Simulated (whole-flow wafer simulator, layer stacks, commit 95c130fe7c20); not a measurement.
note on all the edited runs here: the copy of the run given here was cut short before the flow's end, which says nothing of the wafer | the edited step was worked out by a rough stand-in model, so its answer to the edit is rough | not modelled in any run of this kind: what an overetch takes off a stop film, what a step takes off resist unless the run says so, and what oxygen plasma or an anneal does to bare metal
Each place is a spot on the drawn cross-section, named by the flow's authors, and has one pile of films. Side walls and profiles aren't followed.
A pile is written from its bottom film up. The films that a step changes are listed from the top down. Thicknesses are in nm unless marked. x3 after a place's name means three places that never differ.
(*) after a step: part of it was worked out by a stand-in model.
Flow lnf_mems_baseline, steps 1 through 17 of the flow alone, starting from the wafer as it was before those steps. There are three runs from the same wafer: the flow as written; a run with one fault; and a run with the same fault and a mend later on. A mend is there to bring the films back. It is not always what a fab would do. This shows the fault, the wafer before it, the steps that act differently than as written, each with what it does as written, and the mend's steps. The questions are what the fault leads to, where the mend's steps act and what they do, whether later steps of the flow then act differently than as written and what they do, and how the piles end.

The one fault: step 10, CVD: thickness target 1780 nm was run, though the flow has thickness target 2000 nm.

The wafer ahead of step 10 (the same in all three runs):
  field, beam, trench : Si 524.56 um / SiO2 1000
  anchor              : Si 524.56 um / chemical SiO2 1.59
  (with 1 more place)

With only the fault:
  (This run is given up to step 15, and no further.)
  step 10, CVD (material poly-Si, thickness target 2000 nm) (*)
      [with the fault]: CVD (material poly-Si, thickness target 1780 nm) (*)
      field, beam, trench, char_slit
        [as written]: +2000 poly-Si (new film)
        [with the fault]: +1780 poly-Si (new film)
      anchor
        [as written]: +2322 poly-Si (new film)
        [with the fault]: +1957.4 poly-Si (new film)
  Steps further on in the flow that do not act as written (1 other step is not shown; it differs only slightly, by no more than 2% or 0.5 nm, whichever is larger):
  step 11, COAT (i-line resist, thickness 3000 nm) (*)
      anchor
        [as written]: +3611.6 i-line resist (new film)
        [with the fault]: +3751 i-line resist (new film)
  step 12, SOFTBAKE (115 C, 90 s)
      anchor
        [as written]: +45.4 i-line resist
        [with the fault]: +49.1 i-line resist
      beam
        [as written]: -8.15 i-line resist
        [with the fault]: -8.75 i-line resist
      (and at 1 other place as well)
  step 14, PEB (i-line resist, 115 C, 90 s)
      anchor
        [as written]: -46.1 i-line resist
        [with the fault]: -48.7 i-line resist
  After step 15, at field, anchor, beam, trench, char_slit, the piles differ from the flow's by more than 2% or 0.5 nm, whichever is larger.
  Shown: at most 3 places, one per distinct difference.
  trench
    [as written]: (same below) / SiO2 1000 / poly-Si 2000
    [with the fault]: (same below) / SiO2 1000 / poly-Si 1780
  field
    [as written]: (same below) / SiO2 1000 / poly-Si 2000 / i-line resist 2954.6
    [with the fault]: (same below) / SiO2 1000 / poly-Si 1780 / i-line resist 2953.8
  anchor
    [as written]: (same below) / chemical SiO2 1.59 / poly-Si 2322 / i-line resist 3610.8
    [with the fault]: (same below) / chemical SiO2 1.59 / poly-Si 1957.4 / i-line resist 3751.3

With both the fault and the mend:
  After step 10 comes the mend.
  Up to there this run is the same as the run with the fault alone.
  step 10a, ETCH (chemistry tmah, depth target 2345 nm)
      field, beam, trench, char_slit
        -1780 poly-Si (all of it)
      anchor
        -1957.4 poly-Si (all of it)
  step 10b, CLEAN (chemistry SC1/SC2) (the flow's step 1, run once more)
      does not change any film at any place that is followed
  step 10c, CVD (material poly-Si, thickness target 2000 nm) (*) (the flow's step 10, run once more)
      field, beam, trench, char_slit
        +2000 poly-Si (new film)
      anchor
        +2322 poly-Si (new film)
  Later steps of the flow that are run all act as written at every place that is followed.
  At every place that both follow, the piles at the end match the flow's.
